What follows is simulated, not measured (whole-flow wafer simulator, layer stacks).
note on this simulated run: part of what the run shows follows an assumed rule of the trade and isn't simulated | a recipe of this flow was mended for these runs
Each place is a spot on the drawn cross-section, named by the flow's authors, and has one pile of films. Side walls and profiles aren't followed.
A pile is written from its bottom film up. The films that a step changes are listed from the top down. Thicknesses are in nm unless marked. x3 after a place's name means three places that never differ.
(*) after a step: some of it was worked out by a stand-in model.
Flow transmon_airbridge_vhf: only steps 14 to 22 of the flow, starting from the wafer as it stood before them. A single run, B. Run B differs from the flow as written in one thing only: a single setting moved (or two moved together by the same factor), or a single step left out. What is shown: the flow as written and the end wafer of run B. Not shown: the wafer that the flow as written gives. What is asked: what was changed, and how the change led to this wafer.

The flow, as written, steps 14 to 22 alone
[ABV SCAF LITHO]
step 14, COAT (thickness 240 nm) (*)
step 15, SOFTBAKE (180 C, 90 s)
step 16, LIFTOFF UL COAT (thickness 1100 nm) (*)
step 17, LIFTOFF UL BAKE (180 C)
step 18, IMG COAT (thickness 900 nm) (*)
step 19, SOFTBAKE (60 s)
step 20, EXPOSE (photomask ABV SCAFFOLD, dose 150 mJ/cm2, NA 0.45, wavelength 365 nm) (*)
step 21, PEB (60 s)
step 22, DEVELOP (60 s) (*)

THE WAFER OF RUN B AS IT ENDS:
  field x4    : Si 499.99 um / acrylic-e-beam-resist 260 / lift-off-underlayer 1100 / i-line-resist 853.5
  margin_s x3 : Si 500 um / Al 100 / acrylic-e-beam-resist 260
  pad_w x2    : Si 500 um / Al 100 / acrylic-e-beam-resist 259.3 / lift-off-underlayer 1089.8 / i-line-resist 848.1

What caused this: step 14, COAT: thickness 260 nm was run, though the flow has thickness 240 nm.
The wafer itself shows it: field x4 has acrylic-e-beam-resist 260, and step 14 as written asks for 240 nm.

The path from the change to this, step by step:
  step 14, COAT (thickness 240 nm) (*)
      field x4, trace_open_s x2, margin_s x3: acrylic-e-beam-resist gains 260 (new film) (it would be, as written: acrylic-e-beam-resist gains 240 (new film))
      pad_w x2: acrylic-e-beam-resist gains 259.3 (new film) (it would be, as written: acrylic-e-beam-resist gains 239.3 (new film))
      (as well as at 6 more places)
